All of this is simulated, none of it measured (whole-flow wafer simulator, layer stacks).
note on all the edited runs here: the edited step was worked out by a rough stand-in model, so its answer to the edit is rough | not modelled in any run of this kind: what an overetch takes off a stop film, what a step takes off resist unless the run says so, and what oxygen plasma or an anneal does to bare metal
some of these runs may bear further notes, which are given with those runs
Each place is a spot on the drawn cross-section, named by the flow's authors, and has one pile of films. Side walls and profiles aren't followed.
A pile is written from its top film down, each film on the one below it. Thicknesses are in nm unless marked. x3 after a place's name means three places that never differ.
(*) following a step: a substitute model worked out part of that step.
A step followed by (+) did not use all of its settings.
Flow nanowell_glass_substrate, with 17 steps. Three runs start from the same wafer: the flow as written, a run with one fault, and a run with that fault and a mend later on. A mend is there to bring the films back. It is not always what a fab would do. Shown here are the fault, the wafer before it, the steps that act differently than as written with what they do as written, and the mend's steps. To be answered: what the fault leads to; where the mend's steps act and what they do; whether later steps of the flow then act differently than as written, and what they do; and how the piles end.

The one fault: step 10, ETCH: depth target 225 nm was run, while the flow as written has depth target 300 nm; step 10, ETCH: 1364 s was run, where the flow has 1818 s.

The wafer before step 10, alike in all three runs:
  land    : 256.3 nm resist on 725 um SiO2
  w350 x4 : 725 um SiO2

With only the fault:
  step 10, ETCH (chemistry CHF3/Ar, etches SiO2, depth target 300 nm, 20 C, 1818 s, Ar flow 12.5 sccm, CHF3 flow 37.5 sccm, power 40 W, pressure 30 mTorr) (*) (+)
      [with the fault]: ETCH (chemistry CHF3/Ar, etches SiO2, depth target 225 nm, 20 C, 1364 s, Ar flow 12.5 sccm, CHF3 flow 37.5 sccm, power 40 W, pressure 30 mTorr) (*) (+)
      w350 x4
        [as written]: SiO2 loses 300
        [with the fault]: SiO2 loses 225
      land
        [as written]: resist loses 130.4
        [with the fault]: resist loses 97.8
  Steps further on in the flow that do not act as written:
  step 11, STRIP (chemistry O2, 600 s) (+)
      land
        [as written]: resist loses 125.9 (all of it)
        [with the fault]: resist loses 158.5 (all of it)
  The piles end only slightly different from the flow's at the places that both follow, by no more than 2% or 0.5 nm, whichever is larger.

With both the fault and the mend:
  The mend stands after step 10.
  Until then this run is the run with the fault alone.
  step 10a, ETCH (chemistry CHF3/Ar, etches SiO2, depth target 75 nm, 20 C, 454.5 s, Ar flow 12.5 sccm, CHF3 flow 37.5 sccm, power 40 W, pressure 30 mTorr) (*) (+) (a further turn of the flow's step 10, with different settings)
      w350 x4
        SiO2 loses 75
      land
        resist loses 32.6
  Every later step of the flow that is run acts as written at every place that is followed.
  By the end, the piles equal the flow's at every place that both follow.
